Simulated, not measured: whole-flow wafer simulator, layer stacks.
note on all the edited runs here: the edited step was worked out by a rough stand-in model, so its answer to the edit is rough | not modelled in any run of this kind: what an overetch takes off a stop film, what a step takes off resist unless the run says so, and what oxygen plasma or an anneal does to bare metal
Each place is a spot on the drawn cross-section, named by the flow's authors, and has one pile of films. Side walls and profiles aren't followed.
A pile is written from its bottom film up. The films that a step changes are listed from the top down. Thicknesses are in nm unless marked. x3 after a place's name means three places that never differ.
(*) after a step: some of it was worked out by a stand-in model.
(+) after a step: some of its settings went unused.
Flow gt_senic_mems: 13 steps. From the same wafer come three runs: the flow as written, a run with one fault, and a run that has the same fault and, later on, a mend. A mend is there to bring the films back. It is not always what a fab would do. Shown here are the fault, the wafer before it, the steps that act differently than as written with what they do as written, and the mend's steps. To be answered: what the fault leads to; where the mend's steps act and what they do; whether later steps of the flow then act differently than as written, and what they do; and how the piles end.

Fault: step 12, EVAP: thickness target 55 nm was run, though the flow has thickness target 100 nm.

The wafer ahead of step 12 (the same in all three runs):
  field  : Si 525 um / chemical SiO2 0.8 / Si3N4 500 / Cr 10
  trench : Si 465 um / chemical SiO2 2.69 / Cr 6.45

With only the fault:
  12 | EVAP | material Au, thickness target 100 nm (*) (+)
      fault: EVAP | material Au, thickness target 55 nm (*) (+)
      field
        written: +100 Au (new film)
        fault: +55 Au (new film)
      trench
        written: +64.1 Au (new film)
        fault: +35.4 Au (new film)
  Every later step of the flow that is run acts as written at every place that is followed.
  By the end, the piles at field, trench depart from the flow's by more than 2% or 0.5 nm, whichever is larger.
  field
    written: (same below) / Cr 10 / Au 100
    fault: (same below) / Cr 10 / Au 55
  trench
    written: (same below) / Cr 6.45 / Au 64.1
    fault: (same below) / Cr 6.45 / Au 35.4

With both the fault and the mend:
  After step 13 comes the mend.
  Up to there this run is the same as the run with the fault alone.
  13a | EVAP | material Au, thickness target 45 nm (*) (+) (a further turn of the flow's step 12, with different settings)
      field
        +45 Au
      trench
        +29 Au
  Every later step of the flow that is run acts as written at every place that is followed.
  At the end the piles are close to the flow's at the places that both follow, differing by at most 2% or 0.5 nm, whichever is larger.
